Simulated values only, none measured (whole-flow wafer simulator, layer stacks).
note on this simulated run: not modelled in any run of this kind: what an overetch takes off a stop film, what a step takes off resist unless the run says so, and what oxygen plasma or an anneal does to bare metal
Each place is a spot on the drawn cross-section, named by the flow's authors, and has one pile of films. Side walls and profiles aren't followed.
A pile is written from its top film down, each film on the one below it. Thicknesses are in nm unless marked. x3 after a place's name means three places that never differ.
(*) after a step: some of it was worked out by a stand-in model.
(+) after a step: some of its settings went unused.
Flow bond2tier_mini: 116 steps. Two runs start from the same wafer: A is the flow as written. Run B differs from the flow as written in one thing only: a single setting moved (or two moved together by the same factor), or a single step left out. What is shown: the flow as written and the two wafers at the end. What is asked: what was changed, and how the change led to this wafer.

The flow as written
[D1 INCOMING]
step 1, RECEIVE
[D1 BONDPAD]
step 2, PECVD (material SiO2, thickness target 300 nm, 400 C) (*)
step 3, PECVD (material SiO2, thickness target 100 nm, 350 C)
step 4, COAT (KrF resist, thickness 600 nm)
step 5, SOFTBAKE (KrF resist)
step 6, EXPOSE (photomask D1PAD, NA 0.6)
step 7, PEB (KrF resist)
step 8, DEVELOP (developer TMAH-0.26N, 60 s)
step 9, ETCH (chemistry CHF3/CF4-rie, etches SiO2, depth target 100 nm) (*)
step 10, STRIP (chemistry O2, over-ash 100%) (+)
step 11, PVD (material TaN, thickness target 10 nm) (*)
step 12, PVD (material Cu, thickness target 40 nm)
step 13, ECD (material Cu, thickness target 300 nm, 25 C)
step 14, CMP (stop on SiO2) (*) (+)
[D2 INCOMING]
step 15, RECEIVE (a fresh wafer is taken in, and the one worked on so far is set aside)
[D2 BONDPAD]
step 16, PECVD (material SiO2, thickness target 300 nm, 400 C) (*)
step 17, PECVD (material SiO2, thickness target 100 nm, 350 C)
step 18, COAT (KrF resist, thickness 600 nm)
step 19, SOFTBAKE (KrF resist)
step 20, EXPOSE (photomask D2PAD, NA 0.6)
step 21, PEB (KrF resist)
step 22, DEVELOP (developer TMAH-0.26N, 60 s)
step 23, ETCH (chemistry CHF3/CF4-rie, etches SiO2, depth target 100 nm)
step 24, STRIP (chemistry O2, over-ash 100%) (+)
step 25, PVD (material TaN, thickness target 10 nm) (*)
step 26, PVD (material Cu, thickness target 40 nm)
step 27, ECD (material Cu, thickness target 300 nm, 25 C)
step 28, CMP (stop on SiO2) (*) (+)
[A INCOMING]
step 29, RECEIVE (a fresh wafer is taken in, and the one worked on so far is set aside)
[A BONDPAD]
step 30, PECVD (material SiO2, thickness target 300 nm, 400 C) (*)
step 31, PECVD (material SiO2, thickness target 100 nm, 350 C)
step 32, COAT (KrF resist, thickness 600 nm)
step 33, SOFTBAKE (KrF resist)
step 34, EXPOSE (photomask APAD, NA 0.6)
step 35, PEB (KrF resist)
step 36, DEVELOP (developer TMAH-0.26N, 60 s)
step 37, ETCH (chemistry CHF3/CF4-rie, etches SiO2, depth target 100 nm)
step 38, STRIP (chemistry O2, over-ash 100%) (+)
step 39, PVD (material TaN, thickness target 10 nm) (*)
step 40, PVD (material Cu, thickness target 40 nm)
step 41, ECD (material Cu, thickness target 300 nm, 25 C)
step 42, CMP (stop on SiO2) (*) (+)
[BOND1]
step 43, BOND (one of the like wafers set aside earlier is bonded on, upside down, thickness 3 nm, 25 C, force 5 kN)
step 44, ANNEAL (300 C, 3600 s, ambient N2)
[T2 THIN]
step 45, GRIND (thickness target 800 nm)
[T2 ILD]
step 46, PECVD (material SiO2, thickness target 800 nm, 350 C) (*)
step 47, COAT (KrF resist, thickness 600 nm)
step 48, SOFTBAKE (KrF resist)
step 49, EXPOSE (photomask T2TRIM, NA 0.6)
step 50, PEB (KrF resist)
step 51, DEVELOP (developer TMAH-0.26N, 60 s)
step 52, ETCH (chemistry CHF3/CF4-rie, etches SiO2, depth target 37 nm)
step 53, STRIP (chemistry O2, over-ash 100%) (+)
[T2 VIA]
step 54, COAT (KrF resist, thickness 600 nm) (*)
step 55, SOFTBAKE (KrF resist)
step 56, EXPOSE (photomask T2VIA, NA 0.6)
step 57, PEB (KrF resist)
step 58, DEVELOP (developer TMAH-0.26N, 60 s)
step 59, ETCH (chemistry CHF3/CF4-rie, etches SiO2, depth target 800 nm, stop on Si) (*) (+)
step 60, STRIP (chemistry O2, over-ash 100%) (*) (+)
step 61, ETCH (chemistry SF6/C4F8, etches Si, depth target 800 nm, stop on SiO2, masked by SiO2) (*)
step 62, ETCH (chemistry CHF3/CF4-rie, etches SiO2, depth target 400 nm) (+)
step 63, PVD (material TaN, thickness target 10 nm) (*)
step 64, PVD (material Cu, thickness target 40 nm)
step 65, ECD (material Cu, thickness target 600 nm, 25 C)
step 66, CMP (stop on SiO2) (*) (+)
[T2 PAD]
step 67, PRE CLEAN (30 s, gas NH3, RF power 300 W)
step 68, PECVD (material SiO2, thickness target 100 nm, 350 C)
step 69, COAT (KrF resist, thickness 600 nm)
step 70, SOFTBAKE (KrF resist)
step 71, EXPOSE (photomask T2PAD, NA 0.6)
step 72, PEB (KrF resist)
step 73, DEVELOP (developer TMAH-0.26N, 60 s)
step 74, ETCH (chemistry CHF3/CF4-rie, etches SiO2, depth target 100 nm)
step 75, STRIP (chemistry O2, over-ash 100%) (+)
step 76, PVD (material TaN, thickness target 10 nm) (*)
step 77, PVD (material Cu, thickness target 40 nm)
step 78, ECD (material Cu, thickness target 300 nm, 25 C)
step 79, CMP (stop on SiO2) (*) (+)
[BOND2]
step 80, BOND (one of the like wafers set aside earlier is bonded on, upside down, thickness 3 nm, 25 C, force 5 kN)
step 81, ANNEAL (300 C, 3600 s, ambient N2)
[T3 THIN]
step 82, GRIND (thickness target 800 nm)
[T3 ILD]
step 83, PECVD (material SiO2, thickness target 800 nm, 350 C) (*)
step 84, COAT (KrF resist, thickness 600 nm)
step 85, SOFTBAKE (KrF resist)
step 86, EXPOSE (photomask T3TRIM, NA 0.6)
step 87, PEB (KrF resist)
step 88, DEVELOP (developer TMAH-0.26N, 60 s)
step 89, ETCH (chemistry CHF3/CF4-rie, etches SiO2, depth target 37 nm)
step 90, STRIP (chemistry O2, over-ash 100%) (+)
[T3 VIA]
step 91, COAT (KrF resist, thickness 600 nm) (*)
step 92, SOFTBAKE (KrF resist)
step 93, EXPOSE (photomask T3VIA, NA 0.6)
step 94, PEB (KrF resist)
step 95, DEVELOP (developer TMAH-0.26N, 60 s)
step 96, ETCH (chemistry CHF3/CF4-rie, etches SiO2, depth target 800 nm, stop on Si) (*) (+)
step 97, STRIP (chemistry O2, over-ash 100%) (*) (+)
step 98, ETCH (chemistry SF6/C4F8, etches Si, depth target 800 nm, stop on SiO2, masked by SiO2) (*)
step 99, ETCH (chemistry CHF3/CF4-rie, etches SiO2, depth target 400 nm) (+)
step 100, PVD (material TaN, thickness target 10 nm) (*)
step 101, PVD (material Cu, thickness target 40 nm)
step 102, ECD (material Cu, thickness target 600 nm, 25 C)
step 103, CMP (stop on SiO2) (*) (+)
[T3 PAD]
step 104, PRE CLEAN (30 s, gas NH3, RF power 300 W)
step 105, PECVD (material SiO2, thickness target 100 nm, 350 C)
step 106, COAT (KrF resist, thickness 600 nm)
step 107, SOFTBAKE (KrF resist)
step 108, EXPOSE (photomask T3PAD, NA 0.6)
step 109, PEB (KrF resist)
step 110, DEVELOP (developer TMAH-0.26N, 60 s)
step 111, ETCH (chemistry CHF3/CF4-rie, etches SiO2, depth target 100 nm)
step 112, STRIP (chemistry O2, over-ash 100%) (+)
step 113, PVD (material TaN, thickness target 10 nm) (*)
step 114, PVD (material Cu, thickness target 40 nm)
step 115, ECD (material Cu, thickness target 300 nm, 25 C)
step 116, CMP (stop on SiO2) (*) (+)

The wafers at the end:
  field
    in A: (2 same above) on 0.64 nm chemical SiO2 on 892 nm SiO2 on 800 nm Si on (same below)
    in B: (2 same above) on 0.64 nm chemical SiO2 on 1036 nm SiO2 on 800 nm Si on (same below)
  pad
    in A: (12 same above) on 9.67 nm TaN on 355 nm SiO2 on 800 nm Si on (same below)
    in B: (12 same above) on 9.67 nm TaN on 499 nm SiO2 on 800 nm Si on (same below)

The reason: step 62, ETCH: depth target 256 nm was run, though the flow has depth target 400 nm.

How this came from the change, step by step:
  step 62, ETCH (chemistry CHF3/CF4-rie, etches SiO2, depth target 400 nm) (+)
      field, pad: A -400 SiO2 | B -256 SiO2
